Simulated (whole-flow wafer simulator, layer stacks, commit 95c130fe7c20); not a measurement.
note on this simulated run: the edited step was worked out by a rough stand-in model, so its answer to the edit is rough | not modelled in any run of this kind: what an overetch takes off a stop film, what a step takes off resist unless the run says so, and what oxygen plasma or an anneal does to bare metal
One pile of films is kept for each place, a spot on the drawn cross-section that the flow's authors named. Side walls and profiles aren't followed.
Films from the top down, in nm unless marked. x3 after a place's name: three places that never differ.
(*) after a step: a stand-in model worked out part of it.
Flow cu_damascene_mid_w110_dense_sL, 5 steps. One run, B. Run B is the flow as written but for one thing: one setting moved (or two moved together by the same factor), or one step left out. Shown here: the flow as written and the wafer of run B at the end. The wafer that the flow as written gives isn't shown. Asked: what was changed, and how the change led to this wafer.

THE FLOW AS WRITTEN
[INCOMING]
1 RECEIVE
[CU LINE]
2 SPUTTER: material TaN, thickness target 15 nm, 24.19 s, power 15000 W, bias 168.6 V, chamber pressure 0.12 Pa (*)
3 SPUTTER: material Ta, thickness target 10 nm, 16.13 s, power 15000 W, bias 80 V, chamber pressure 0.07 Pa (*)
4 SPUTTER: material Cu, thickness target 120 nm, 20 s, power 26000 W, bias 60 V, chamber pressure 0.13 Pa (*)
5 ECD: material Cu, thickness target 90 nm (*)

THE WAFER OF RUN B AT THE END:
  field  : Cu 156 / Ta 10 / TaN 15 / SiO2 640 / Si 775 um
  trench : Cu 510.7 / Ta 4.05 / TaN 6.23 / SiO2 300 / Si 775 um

The cause: step 4, SPUTTER: thickness target 66 nm was run, where the flow has thickness target 120 nm; step 4, SPUTTER: 11 s was run, where the flow has 20 s.

How the change led to this, step by step:
  4 SPUTTER: material Cu, thickness target 120 nm, 20 s, power 26000 W, bias 60 V, chamber pressure 0.13 Pa (*)
      field: Cu +66 (new film) (as written it would be: Cu +120 (new film))
      trench: Cu +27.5 (new film) (as written it would be: Cu +49.9 (new film))
  5 ECD: material Cu, thickness target 90 nm (*)
      trench: Cu +483.3 (as written it would be: Cu +514.8)
